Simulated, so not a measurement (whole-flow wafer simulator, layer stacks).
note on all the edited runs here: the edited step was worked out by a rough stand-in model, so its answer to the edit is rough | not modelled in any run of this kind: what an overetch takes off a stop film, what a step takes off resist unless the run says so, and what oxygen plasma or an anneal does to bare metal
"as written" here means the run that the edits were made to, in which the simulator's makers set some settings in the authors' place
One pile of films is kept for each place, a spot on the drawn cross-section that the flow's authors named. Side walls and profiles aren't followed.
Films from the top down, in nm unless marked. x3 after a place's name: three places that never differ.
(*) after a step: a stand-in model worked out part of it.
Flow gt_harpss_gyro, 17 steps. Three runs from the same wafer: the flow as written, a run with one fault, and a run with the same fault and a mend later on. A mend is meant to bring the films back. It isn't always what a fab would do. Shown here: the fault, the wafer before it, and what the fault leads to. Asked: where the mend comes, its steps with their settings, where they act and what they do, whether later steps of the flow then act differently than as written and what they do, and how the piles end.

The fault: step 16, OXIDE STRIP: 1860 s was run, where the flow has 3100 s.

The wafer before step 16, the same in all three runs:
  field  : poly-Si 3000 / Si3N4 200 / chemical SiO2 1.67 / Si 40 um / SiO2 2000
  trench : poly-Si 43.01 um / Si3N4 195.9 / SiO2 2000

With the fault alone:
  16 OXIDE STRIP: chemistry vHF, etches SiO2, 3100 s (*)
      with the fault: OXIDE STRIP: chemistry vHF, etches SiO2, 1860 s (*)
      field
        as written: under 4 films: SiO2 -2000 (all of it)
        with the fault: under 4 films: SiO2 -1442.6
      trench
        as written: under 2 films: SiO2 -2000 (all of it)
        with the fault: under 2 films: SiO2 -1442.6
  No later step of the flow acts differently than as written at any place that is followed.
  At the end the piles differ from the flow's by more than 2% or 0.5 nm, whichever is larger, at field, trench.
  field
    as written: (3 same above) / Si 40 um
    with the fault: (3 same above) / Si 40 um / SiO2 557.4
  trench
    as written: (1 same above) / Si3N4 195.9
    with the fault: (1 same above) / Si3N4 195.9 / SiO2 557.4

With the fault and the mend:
  The mend comes after step 17.
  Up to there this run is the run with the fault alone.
  17a OXIDE STRIP: chemistry vHF, etches SiO2, 1240 s (*) (the flow's step 16 once more, with other settings)
      field
        under 4 films: SiO2 -557.4 (all of it)
      trench
        under 2 films: SiO2 -557.4 (all of it)
  No later step of the flow acts differently than as written at any place that is followed.
  At the end the piles are the same as the flow's at every place that both follow.
